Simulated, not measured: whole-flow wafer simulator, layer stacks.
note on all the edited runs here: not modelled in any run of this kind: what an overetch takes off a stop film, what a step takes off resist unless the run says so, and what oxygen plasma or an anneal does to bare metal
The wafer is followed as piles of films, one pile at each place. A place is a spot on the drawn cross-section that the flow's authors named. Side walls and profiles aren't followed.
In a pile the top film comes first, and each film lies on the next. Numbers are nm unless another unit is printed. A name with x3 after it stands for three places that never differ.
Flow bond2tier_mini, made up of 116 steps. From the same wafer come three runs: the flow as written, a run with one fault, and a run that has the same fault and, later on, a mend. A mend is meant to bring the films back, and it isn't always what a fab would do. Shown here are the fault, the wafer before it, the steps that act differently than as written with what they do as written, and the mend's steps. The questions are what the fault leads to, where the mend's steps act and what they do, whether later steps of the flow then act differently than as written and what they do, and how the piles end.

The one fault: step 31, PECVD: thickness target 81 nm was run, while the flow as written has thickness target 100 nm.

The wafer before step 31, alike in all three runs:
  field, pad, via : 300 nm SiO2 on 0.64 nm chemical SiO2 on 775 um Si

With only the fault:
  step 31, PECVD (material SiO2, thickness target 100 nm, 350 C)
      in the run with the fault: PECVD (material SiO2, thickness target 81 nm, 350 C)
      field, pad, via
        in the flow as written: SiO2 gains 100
        in the run with the fault: SiO2 gains 81
  None of the later steps of the flow acts differently than as written at any place that is followed.
  By the end, the piles at field, pad depart from the flow's by more than 2% or 0.5 nm, whichever is larger.
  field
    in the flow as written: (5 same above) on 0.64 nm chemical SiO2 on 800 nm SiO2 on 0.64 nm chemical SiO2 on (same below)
    in the run with the fault: (5 same above) on 0.64 nm chemical SiO2 on 781 nm SiO2 on 0.64 nm chemical SiO2 on (same below)
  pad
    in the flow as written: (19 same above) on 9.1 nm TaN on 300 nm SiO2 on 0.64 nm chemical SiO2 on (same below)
    in the run with the fault: (19 same above) on 9.1 nm TaN on 281 nm SiO2 on 0.64 nm chemical SiO2 on (same below)

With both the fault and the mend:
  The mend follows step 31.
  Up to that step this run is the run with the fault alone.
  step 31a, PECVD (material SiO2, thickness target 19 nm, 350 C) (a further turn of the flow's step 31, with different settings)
      field, pad, via
        SiO2 gains 19
  None of the later steps of the flow acts differently than as written at any place that is followed.
  The piles end the same as the flow's at every place that both follow.
